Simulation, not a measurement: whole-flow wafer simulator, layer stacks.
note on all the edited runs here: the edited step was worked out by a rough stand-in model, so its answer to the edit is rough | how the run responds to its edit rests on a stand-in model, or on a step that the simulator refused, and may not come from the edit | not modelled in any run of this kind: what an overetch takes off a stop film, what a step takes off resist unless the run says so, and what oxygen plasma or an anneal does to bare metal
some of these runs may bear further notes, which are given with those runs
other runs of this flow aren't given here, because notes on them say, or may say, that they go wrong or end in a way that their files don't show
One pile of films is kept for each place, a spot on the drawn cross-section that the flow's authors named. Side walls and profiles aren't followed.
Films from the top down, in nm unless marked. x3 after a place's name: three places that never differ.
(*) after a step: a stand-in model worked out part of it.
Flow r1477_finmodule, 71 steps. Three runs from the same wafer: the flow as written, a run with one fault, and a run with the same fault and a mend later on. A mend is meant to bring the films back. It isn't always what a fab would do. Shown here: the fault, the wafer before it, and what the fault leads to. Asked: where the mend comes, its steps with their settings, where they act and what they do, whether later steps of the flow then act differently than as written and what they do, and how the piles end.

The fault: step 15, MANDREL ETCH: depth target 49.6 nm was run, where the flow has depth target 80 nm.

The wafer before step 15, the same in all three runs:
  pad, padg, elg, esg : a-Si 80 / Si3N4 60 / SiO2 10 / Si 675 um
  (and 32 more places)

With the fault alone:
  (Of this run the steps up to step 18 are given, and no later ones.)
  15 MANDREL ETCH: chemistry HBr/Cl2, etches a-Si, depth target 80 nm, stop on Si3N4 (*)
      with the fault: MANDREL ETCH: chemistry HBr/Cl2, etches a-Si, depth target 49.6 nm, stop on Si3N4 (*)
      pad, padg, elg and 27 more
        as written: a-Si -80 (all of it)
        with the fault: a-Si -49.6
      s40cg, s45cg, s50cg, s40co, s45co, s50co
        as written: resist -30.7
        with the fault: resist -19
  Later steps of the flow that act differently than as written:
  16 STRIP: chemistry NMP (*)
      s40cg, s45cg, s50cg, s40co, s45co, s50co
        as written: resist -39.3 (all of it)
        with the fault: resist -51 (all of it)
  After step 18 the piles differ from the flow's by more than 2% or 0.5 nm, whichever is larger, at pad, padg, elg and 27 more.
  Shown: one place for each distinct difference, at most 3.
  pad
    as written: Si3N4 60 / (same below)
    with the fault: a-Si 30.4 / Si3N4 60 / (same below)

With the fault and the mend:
  The mend comes after step 16.
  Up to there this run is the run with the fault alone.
  16a DEHYDRATE: 150 C, 120 s (the flow's step 9 once more)
      changes no film at any place that is followed
  16b COAT: resist, thickness 70 nm (*) (the flow's step 10 once more)
      pad, padg, elg and 15 more
        resist +70 (new film)
      s40cg, s40co
        resist +37.3 (new film)
      s40sg, s40so
        resist +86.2 (new film)
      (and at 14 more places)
  16c SOFTBAKE: 180 C, 180 s (*) (the flow's step 11 once more)
      changes no film at any place that is followed
  16d EXPOSE: resist, photomask FIN MANDREL (the flow's step 12 once more)
      changes no film at any place that is followed
  16e DEVELOP (*) (the flow's step 13 once more)
      pad, padg, elg and 15 more
        resist -70 (all of it)
      s40sg, s40so
        resist -86.2 (all of it)
      s40sg_line, s40so_line
        resist -86.6 (all of it)
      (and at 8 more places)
  16f MANDREL ETCH: chemistry HBr/Cl2, etches a-Si, depth target 30.4 nm, stop on Si3N4 (*) (the flow's step 15 once more, with other settings)
      pad, padg, elg and 27 more
        a-Si -30.4 (all of it)
      s40cg, s45cg, s50cg, s40co, s45co, s50co
        resist -11.7
  16g STRIP: chemistry NMP (*) (the flow's step 16 once more)
      s40cg, s40co
        resist -25.7 (all of it)
      s45cg, s45co
        resist -27.7 (all of it)
      s50cg, s50co
        resist -29.8 (all of it)
  No later step of the flow acts differently than as written at any place that is followed.
  At the end the piles are the same as the flow's at every place that both follow.
